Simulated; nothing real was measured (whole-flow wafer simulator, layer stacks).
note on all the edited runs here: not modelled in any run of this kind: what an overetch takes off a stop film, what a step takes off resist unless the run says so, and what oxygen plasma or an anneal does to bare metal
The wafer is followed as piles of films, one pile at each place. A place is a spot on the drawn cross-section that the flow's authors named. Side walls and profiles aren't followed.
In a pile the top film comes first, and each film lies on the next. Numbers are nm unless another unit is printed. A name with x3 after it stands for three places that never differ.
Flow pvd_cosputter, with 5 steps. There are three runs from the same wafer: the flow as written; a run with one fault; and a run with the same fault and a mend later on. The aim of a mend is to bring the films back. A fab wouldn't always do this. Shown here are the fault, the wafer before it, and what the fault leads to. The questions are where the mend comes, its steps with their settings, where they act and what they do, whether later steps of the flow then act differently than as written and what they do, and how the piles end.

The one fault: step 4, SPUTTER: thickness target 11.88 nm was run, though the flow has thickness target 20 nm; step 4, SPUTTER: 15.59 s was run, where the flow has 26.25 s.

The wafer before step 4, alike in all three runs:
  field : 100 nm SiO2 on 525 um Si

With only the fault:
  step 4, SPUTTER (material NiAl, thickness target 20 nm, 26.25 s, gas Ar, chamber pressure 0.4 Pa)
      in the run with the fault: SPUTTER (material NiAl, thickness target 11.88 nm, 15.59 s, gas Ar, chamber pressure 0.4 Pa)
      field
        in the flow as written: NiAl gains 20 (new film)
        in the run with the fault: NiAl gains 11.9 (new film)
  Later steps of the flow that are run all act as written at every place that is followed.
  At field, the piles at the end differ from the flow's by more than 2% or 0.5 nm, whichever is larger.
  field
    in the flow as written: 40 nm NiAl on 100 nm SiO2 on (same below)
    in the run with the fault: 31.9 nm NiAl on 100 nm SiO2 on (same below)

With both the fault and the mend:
  After step 4 comes the mend.
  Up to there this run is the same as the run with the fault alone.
  step 4a, SPUTTER (material NiAl, thickness target 8.12 nm, 10.66 s, gas Ar, chamber pressure 0.4 Pa) (the flow's step 4 again, with other settings)
      field
        NiAl gains 8.12
  Later steps of the flow that are run all act as written at every place that is followed.
  The piles end the same as the flow's at every place that both follow.
